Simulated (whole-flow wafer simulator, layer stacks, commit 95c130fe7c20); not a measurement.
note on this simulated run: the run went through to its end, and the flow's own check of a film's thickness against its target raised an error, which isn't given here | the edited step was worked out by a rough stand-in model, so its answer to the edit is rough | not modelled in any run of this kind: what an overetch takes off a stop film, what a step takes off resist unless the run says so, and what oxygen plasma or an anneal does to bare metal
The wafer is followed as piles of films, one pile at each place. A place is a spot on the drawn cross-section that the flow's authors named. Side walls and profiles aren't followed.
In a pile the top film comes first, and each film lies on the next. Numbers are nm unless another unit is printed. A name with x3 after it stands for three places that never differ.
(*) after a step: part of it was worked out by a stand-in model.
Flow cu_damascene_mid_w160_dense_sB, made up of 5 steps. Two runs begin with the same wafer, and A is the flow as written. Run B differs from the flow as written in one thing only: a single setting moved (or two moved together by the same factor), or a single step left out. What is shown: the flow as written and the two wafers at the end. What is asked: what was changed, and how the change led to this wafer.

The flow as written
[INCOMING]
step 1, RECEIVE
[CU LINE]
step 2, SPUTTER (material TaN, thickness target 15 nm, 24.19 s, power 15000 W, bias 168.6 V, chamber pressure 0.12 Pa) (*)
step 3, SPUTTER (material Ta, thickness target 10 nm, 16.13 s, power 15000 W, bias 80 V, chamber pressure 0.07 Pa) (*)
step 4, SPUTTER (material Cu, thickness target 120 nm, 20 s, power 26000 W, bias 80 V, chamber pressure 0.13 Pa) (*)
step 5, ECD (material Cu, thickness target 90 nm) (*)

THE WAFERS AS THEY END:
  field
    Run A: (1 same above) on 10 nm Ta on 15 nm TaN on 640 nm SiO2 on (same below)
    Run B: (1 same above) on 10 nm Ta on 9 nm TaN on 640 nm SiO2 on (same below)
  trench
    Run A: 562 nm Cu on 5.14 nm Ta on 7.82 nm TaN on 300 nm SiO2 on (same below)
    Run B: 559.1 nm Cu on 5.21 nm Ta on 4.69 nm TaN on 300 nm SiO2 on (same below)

Cause: step 2, SPUTTER: thickness target 9 nm was run, though the flow has thickness target 15 nm; step 2, SPUTTER: 14.51 s was run, where the flow has 24.19 s.
The wafer itself shows it: field has TaN 9, and step 2 as written asks for 15 nm.

Step by step, how the change led to this:
  step 2, SPUTTER (material TaN, thickness target 15 nm, 24.19 s, power 15000 W, bias 168.6 V, chamber pressure 0.12 Pa) (*)
      field: A +15 TaN (new film) | B +9 TaN (new film)
      trench: A +7.82 TaN (new film) | B +4.69 TaN (new film)
